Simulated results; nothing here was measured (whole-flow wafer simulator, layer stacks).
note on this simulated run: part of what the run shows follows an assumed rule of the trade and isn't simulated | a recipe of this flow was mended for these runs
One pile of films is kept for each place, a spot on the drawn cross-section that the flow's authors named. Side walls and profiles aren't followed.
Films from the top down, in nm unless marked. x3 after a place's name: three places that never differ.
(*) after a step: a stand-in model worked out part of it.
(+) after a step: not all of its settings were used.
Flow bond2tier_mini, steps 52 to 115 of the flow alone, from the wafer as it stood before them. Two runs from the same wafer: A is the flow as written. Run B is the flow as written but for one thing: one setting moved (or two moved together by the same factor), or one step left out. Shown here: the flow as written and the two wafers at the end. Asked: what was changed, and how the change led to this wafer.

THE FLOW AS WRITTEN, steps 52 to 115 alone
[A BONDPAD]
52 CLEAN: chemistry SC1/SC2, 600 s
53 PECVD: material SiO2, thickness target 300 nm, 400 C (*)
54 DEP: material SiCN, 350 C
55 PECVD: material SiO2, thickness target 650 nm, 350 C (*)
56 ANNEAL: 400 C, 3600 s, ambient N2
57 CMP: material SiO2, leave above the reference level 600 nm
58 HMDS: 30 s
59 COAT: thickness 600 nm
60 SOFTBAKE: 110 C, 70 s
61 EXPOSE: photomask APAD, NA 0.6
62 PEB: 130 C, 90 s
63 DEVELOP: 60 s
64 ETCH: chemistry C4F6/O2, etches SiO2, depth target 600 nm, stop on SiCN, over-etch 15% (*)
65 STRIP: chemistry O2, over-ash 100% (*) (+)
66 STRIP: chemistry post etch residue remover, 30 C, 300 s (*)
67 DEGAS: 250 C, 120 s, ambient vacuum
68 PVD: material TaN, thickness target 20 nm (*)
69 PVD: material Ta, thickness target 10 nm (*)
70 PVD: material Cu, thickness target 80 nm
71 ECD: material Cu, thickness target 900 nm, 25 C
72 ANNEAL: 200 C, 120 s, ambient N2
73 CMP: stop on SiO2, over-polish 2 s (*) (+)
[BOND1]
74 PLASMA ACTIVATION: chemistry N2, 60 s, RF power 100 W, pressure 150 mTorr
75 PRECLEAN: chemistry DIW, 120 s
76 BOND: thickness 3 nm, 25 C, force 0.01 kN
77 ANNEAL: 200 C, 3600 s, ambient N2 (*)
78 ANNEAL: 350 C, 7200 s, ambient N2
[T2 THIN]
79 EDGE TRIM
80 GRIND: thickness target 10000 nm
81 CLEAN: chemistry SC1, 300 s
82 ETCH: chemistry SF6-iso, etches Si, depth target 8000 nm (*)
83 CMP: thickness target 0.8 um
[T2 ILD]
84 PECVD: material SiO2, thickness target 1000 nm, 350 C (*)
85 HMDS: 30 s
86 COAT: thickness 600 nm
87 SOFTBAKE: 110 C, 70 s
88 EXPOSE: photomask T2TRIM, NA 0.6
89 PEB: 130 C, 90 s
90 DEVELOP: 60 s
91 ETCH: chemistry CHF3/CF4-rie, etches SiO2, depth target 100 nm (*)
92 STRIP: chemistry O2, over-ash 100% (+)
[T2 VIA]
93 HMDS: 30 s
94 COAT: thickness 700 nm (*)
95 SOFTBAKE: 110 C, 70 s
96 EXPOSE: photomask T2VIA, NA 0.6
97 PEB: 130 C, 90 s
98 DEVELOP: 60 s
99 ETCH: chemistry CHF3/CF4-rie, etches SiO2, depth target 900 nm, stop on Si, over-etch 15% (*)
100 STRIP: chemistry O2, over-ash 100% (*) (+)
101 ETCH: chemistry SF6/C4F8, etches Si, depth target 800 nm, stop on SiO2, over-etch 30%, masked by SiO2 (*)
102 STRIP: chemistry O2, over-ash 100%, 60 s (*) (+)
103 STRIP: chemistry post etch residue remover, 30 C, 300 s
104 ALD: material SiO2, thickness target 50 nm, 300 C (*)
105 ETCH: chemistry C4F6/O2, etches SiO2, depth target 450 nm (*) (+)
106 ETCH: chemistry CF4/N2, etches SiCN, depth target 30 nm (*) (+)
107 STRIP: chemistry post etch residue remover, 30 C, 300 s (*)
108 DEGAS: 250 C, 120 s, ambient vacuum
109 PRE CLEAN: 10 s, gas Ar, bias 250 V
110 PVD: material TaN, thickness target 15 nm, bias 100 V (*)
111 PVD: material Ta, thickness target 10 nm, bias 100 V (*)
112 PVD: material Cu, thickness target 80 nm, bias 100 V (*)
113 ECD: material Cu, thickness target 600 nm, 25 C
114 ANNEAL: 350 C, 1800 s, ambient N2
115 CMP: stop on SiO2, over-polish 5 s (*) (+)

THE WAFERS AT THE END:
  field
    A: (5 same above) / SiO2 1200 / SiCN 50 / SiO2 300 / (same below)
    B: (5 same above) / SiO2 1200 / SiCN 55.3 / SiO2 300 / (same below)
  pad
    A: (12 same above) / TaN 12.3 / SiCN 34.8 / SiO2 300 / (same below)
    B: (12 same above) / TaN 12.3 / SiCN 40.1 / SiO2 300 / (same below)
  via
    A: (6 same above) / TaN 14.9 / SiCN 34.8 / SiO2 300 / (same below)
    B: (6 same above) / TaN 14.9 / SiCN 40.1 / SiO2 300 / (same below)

The cause: step 54, DEP: 326 C was run, where the flow has 350 C.

How the change led to this, step by step:
  54 DEP: material SiCN, 350 C
      field, pad, via: A SiCN +50 (new film) | B SiCN +55.3 (new film)
